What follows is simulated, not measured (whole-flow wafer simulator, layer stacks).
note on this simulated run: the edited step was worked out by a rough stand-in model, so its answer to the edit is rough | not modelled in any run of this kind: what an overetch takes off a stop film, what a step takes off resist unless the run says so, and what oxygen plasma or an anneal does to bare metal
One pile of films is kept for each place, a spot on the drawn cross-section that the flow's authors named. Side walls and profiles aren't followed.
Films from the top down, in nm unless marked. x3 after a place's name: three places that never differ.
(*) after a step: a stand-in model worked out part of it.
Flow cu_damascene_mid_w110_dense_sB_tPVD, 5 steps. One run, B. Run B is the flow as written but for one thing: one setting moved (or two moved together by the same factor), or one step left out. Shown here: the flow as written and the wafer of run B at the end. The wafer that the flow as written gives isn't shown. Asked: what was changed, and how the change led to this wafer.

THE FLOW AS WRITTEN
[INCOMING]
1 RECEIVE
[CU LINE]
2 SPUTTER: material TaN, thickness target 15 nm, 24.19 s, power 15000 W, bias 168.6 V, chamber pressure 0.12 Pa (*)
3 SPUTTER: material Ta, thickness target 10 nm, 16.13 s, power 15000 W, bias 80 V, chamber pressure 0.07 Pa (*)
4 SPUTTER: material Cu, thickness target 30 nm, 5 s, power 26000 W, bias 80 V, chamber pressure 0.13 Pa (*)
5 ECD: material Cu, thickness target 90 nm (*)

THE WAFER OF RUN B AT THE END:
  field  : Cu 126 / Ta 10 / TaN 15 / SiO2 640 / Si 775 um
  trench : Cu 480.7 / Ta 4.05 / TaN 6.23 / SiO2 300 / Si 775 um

The cause: step 4, SPUTTER: 6 s was run, where the flow has 5 s.

How the change led to this, step by step:
  4 SPUTTER: material Cu, thickness target 30 nm, 5 s, power 26000 W, bias 80 V, chamber pressure 0.13 Pa (*)
      field: Cu +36 (new film) (as written it would be: Cu +30 (new film))
      trench: Cu +15 (new film) (as written it would be: Cu +12.5 (new film))
